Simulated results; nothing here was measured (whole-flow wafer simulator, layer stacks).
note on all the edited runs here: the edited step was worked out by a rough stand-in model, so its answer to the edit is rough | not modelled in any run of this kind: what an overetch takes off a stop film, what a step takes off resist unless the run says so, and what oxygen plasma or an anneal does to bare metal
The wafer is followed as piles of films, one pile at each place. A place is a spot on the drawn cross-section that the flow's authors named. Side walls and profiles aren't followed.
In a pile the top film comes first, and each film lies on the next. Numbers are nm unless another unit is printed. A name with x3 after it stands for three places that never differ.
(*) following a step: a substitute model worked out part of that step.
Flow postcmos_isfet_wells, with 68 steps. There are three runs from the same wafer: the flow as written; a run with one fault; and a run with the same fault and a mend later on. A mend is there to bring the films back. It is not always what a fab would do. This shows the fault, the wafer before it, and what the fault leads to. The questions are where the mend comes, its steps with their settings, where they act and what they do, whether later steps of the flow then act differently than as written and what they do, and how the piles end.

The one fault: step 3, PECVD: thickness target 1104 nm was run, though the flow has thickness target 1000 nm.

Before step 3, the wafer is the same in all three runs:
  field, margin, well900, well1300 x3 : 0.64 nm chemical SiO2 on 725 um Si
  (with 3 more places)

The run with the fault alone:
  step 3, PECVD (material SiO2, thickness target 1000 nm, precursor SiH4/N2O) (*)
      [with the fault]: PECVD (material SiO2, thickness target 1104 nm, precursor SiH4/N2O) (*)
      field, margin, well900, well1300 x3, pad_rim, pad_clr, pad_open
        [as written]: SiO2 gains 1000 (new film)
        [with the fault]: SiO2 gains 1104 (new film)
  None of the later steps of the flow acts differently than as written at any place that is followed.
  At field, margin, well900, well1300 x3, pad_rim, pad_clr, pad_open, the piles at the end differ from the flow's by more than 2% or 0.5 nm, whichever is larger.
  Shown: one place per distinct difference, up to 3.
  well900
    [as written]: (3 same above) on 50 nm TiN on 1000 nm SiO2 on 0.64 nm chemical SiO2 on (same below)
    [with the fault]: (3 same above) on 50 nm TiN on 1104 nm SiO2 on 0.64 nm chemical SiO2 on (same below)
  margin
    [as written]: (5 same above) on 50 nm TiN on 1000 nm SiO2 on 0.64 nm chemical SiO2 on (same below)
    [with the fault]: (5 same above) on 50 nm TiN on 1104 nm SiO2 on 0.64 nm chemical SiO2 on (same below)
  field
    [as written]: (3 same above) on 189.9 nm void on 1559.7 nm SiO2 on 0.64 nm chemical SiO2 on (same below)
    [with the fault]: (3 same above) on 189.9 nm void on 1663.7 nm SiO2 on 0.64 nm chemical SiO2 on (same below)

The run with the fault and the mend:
  The mend follows step 3.
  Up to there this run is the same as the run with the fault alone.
  step 3a, ETCH (chemistry boe, depth target 1270 nm)
      field, margin, well900, well1300 x3, pad_rim, pad_clr, pad_open
        SiO2 loses 1104 (all of it), chemical SiO2 loses 0.64 (all of it)
  step 3b, PECVD (material SiO2, thickness target 1000 nm, precursor SiH4/N2O) (the flow's step 3, run once more)
      field, margin, well900, well1300 x3, pad_rim, pad_clr, pad_open
        SiO2 gains 1000 (new film)
  None of the later steps of the flow acts differently than as written at any place that is followed.
  At field, margin, well900, well1300 x3, pad_rim, pad_clr, pad_open, the piles at the end differ from the flow's by more than 2% or 0.5 nm, whichever is larger.
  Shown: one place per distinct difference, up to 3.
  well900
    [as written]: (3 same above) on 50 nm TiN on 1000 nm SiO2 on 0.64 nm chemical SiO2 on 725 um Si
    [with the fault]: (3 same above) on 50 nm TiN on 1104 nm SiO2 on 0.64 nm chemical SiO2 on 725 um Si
    [with the mend]: (3 same above) on 50 nm TiN on 1000 nm SiO2 on 725 um Si
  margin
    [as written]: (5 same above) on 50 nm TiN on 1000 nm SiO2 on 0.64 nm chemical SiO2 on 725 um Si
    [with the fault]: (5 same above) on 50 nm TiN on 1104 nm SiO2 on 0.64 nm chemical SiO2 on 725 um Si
    [with the mend]: (5 same above) on 50 nm TiN on 1000 nm SiO2 on 725 um Si
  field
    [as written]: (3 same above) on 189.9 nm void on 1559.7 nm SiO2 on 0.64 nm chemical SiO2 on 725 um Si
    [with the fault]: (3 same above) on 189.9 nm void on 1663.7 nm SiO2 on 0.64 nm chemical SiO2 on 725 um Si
    [with the mend]: (3 same above) on 189.9 nm void on 1559.7 nm SiO2 on 725 um Si
